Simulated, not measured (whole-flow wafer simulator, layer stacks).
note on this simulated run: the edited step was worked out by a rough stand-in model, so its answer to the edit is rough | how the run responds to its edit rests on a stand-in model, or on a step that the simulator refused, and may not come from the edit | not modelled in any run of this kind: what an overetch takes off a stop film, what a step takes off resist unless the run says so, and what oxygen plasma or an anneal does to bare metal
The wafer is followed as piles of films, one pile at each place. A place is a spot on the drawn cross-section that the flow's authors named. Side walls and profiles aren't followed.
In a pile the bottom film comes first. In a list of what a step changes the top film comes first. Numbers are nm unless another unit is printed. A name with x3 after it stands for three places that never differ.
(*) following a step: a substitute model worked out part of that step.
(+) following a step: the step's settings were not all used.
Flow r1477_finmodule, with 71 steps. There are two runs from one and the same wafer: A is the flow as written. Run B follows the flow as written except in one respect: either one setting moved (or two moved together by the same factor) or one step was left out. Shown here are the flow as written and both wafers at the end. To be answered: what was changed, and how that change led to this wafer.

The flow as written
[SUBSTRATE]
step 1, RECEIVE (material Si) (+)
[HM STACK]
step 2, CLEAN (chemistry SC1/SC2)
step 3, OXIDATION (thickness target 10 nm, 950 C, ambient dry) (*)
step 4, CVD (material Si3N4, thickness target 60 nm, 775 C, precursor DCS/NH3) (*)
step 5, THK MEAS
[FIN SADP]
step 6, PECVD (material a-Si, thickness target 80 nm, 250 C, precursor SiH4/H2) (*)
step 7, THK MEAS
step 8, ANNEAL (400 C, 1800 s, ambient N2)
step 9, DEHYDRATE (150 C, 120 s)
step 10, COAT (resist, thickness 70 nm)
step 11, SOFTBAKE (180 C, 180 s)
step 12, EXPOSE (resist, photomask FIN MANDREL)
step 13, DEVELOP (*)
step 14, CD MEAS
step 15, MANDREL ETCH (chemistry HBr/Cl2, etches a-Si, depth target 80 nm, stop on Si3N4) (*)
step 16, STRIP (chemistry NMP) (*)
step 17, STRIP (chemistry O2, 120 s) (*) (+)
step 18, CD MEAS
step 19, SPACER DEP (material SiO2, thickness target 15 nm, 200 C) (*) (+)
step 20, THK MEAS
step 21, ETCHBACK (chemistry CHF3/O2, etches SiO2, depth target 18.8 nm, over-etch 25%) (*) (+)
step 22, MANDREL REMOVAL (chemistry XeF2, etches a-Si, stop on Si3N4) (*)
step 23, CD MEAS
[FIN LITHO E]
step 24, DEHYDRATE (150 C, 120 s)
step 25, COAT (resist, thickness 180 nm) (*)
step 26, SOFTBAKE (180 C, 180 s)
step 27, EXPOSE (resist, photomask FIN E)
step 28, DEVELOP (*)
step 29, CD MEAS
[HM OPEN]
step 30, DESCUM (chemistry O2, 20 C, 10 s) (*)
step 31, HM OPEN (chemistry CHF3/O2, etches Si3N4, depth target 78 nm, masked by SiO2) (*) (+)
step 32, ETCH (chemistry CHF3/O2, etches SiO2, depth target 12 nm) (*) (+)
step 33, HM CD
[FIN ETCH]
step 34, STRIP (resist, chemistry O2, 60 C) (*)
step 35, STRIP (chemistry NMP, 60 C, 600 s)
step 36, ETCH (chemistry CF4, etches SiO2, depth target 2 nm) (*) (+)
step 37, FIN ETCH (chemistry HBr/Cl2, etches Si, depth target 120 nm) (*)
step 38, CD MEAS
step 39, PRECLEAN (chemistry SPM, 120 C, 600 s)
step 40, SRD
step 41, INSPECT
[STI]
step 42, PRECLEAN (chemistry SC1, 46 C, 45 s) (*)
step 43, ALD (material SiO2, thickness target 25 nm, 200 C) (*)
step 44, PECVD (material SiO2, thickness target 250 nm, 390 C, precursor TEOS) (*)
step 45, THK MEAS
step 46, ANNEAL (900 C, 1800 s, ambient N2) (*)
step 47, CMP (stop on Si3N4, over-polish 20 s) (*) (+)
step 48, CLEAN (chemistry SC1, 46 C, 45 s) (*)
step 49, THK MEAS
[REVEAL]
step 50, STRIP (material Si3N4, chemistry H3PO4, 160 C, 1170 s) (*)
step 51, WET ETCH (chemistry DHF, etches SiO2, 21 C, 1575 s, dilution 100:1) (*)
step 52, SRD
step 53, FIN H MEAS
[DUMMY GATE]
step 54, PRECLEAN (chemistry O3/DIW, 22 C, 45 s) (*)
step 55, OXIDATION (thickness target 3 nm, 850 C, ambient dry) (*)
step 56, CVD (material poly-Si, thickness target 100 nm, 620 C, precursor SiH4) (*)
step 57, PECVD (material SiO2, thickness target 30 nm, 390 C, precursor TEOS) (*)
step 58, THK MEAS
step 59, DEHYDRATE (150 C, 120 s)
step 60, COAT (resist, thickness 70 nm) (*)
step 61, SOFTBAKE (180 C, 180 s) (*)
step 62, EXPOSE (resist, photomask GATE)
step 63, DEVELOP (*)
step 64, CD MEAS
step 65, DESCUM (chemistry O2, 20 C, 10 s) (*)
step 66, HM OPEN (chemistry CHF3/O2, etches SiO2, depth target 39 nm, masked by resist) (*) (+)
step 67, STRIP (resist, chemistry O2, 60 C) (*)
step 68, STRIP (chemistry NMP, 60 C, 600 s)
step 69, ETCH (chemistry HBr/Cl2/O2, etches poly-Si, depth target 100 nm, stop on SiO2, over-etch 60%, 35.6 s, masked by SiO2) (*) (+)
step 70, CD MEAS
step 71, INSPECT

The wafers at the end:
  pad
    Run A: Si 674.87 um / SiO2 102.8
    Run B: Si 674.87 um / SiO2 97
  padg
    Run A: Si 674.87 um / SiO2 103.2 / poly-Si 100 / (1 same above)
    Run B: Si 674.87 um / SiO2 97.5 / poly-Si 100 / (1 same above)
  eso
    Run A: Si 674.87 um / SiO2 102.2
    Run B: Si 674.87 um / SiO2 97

Cause: step 44, PECVD: thickness target 168.8 nm was run, whereas the flow has thickness target 250 nm.

How this came from the change, step by step:
  step 44, PECVD (material SiO2, thickness target 250 nm, 390 C, precursor TEOS) (*)
      pad, padg, elg and 33 more: A SiO2 gains 250 | B SiO2 gains 168.8
  step 46, ANNEAL (900 C, 1800 s, ambient N2) (*)
      pad, padg, elg and 33 more: A SiO2 loses 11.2 | B SiO2 loses 7.6
  step 47, CMP (stop on Si3N4, over-polish 20 s) (*) (+)
      pad, padg, e40sg and 11 more: A SiO2 loses 71.8 | B nothing
      eso: A SiO2 loses 72.4 | B nothing
      (also at 21 further places)
  step 60, COAT (resist, thickness 70 nm) (*)
      e40sg, e40so: A resist gains 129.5 (new film) | B resist gains 135 (new film)
      e100sg, e100so: A resist gains 129.4 (new film) | B resist gains 134.9 (new film)
      (also at 9 further places)
  step 63, DEVELOP (*)
      eso: A resist loses 129.5 (all of it) | B resist loses 134.4 (all of it)
      e40so: A resist loses 129.5 (all of it) | B resist loses 135 (all of it)
      (also at 5 further places)
  step 67, STRIP (resist, chemistry O2, 60 C) (*)
      e40sg: A resist loses 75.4 (all of it) | B resist loses 80.9 (all of it)
      e100sg: A resist loses 75.3 (all of it) | B resist loses 80.8 (all of it)
      (also at 4 further places)
